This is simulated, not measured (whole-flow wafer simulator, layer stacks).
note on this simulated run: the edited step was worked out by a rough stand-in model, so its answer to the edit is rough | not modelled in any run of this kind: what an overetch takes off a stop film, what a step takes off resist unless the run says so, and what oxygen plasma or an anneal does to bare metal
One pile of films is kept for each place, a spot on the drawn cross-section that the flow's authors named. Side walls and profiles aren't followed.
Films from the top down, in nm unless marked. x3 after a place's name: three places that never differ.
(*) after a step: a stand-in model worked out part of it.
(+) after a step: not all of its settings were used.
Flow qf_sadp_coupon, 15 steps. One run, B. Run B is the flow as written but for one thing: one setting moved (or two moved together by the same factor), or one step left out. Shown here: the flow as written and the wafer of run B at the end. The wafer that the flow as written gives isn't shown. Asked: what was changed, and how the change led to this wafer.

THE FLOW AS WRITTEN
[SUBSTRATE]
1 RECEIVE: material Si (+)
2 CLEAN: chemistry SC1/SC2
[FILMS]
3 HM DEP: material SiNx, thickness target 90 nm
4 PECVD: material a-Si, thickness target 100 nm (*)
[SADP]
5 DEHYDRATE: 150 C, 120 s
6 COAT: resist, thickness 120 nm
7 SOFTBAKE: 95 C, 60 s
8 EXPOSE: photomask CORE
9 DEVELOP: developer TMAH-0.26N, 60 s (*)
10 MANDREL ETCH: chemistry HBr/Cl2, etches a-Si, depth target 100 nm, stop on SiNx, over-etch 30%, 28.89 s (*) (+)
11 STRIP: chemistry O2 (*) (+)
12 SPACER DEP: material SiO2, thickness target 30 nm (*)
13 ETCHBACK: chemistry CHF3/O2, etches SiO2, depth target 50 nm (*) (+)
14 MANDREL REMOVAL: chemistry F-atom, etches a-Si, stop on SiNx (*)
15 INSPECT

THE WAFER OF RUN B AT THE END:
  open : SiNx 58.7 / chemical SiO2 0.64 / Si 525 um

The cause: step 4, PECVD: thickness target 44.5 nm was run, where the flow has thickness target 100 nm.

How the change led to this, step by step:
  4 PECVD: material a-Si, thickness target 100 nm (*)
      m, open: a-Si +44.5 (new film) (as written it would be: a-Si +100 (new film))
  10 MANDREL ETCH: chemistry HBr/Cl2, etches a-Si, depth target 100 nm, stop on SiNx, over-etch 30%, 28.89 s (*) (+)
      open: a-Si -44.5 (all of it), SiNx -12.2 (as written it would be: a-Si -100 (all of it), SiNx -4.29)
  14 MANDREL REMOVAL: chemistry F-atom, etches a-Si, stop on SiNx (*)
      m: a-Si -40.3 (all of it) (as written it would be: a-Si -95.8 (all of it))
